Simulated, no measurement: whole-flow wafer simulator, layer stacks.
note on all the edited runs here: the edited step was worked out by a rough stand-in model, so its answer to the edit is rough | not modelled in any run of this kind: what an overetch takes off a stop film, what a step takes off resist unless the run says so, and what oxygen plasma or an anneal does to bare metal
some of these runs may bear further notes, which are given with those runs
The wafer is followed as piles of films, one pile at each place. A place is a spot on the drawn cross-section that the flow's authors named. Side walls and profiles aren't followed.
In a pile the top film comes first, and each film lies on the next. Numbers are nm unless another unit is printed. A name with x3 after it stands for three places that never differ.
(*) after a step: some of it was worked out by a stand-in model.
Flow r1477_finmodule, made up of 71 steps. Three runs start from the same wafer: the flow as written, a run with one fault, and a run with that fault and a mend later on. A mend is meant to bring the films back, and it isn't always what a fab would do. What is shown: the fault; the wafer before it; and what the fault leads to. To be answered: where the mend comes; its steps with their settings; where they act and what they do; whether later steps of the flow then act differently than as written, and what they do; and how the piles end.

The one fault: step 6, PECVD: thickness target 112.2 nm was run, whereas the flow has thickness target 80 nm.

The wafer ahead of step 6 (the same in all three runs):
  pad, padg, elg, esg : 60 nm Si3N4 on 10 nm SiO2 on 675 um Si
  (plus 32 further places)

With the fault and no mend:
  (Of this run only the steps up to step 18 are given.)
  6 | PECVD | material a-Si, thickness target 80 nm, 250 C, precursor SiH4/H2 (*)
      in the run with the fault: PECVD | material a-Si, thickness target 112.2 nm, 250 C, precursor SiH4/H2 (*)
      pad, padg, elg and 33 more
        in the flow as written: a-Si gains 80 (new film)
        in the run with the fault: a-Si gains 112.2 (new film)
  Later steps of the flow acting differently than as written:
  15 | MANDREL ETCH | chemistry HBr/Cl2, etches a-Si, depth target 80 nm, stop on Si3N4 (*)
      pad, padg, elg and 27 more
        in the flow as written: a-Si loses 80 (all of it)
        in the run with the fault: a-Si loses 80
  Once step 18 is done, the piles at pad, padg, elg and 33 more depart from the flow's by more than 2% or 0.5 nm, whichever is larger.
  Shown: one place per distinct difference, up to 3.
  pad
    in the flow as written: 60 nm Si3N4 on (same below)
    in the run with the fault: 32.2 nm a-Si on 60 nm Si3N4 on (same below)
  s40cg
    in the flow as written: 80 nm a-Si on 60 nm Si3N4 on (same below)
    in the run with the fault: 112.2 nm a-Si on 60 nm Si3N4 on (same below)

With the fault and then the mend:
  The mend stands after step 7.
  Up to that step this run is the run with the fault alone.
  7a | ETCH | chemistry tmah, depth target 32.2 nm
      pad, padg, elg and 33 more
        a-Si loses 32.2
  None of the later steps of the flow acts differently than as written at any place that is followed.
  By the end, the piles equal the flow's at every place that both follow.
